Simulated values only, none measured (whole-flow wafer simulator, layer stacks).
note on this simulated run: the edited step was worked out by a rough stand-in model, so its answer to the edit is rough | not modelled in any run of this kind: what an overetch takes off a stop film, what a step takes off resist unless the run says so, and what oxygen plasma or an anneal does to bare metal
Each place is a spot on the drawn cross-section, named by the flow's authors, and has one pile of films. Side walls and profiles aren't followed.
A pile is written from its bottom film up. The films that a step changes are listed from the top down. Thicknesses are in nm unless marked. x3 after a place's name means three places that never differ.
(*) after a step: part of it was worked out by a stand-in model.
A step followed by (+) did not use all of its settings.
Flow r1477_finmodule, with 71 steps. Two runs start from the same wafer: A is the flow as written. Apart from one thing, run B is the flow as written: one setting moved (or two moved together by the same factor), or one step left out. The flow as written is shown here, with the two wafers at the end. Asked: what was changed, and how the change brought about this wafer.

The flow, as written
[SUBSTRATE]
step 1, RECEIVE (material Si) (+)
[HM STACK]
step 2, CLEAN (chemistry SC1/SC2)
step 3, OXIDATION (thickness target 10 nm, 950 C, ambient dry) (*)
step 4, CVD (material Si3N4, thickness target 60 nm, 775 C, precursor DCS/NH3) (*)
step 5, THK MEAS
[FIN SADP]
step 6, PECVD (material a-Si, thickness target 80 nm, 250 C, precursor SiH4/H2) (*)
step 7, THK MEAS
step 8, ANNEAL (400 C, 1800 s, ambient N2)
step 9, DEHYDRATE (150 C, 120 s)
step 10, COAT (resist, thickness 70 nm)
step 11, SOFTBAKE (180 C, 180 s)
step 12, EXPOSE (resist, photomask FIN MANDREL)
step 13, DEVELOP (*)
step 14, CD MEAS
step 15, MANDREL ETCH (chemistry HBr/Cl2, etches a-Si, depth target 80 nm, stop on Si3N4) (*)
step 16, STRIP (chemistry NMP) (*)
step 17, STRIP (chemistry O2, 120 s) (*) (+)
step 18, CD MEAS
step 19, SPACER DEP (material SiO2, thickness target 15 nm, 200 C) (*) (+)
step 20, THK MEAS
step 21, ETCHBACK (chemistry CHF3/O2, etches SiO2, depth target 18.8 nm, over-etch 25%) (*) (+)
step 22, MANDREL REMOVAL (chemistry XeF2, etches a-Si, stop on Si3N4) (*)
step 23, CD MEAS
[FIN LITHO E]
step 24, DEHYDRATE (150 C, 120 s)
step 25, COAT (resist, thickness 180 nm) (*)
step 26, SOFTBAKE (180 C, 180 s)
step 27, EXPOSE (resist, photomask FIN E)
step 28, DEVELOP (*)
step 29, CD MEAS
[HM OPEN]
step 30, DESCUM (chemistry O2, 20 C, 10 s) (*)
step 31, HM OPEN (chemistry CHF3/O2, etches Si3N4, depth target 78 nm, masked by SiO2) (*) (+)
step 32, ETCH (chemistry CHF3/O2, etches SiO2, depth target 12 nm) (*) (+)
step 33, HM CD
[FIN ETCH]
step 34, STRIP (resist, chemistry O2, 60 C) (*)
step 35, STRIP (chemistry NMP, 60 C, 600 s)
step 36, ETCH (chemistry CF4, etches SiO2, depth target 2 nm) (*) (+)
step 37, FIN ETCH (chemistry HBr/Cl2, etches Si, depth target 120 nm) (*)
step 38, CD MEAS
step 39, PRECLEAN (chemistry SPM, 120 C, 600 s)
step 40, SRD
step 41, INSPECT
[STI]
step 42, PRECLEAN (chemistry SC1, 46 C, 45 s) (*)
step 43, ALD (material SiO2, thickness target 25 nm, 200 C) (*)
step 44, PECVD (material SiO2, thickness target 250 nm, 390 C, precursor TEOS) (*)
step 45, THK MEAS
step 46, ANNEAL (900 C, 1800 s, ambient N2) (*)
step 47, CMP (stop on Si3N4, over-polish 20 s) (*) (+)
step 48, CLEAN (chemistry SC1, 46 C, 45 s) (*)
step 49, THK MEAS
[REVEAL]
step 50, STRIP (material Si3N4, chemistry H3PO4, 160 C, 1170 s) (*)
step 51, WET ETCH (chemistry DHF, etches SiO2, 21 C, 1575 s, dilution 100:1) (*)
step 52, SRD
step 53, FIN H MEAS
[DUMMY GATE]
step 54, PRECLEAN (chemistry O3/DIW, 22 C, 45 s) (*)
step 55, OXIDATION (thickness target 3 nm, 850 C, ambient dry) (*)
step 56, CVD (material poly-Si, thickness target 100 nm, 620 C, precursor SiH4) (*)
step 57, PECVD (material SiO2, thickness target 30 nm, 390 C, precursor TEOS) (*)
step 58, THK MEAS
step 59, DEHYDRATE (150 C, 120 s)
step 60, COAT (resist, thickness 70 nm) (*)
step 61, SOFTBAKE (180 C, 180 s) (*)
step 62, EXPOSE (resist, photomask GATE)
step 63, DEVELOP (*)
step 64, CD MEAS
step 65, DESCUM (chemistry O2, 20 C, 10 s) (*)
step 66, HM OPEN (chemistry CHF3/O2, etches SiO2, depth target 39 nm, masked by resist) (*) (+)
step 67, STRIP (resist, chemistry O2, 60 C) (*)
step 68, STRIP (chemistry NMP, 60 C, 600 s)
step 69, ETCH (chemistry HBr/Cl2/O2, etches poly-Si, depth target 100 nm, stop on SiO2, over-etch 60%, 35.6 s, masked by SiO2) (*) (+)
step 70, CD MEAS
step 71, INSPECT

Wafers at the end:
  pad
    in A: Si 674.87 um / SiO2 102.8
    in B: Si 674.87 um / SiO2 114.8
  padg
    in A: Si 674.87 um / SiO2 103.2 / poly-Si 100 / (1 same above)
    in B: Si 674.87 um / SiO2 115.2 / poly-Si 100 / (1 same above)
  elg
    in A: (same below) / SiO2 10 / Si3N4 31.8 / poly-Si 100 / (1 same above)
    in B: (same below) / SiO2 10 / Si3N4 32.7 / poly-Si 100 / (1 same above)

Cause: step 51, WET ETCH: 1354 s was run, whereas the flow has 1575 s.

How this came from the change, step by step:
  step 51, WET ETCH (chemistry DHF, etches SiO2, 21 C, 1575 s, dilution 100:1) (*)
      pad, padg, e40sg and 12 more: A SiO2 loses 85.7 | B SiO2 loses 73.7
      elg, e40lg, e100lg, e200lg, elo, e40lo, e100lo, e200lo: A SiO2 loses 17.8 (all of it), Si3N4 loses 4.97 | B SiO2 loses 17.8 (all of it), Si3N4 loses 4.07
      (as well as at 7 more places)
  step 56, CVD (material poly-Si, thickness target 100 nm, 620 C, precursor SiH4) (*)
      s40cg, s40co: A poly-Si gains 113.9 (new film) | B poly-Si gains 102.8 (new film)
      s45cg, s45co: A poly-Si gains 113.4 (new film) | B poly-Si gains 102.3 (new film)
      (as well as at 3 more places)
  step 60, COAT (resist, thickness 70 nm) (*)
      e40sg, eso, e40so: A resist gains 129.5 (new film) | B resist gains 118.9 (new film)
      e100sg, e100so: A resist gains 129.4 (new film) | B resist gains 118.9 (new film)
      (as well as at 8 more places)
  step 63, DEVELOP (*)
      eso, e40so: A resist loses 129.5 (all of it) | B resist loses 118.9 (all of it)
      e100so: A resist loses 129.4 (all of it) | B resist loses 118.9 (all of it)
      (as well as at 4 more places)
  step 67, STRIP (resist, chemistry O2, 60 C) (*)
      e40sg: A resist loses 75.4 (all of it) | B resist loses 64.8 (all of it)
      e100sg: A resist loses 75.3 (all of it) | B resist loses 64.8 (all of it)
      (as well as at 4 more places)
  step 69, ETCH (chemistry HBr/Cl2/O2, etches poly-Si, depth target 100 nm, stop on SiO2, over-etch 60%, 35.6 s, masked by SiO2) (*) (+)
      s40co: A chemical SiO2 loses 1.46 (all of it), poly-Si loses 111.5 (all of it), SiO2 loses 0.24 | B chemical SiO2 loses 1.4 (all of it), poly-Si loses 100.4 (all of it), SiO2 loses 0.3
      s45co: A chemical SiO2 loses 1.46 (all of it), poly-Si loses 110.9 (all of it), SiO2 loses 0.25 | B chemical SiO2 loses 1.4 (all of it), poly-Si loses 99.9 (all of it), SiO2 loses 0.31
      (as well as at 1 more place)
